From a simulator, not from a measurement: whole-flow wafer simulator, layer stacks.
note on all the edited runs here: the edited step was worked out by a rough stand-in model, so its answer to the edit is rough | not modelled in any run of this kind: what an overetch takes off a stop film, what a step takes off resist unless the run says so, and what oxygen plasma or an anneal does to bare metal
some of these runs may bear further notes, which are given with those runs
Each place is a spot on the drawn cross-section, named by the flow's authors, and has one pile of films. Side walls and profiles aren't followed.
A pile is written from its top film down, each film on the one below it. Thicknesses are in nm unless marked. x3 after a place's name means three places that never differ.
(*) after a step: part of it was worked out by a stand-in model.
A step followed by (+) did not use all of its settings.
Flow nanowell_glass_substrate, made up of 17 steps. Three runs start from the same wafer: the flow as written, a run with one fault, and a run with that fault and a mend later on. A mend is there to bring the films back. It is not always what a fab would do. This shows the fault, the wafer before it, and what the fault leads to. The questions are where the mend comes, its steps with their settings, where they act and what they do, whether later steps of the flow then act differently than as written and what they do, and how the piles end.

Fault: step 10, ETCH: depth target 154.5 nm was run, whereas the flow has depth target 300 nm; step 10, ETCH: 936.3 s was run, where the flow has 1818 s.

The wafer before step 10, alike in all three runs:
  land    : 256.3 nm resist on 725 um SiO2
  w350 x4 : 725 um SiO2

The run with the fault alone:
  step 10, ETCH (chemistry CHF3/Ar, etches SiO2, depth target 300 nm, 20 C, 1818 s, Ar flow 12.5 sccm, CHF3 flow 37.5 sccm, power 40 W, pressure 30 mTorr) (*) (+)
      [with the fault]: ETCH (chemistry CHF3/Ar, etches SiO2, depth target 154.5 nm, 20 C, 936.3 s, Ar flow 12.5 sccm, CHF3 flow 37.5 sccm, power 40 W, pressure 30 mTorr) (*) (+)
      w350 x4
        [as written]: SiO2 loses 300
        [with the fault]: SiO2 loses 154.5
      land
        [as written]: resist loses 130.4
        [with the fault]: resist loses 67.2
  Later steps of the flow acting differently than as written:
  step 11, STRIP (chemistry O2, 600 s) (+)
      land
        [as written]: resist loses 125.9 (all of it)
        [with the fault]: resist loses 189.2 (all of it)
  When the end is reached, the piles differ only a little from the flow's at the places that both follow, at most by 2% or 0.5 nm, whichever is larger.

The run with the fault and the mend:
  After step 10 comes the mend.
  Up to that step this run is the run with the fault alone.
  step 10a, ETCH (chemistry CHF3/Ar, etches SiO2, depth target 145.5 nm, 20 C, 881.7 s, Ar flow 12.5 sccm, CHF3 flow 37.5 sccm, power 40 W, pressure 30 mTorr) (*) (+) (the flow's step 10, run once more with other settings)
      w350 x4
        SiO2 loses 145.5
      land
        resist loses 63.3
  Every later step of the flow that is run acts as written at every place that is followed.
  At every place that both follow, the piles at the end match the flow's.
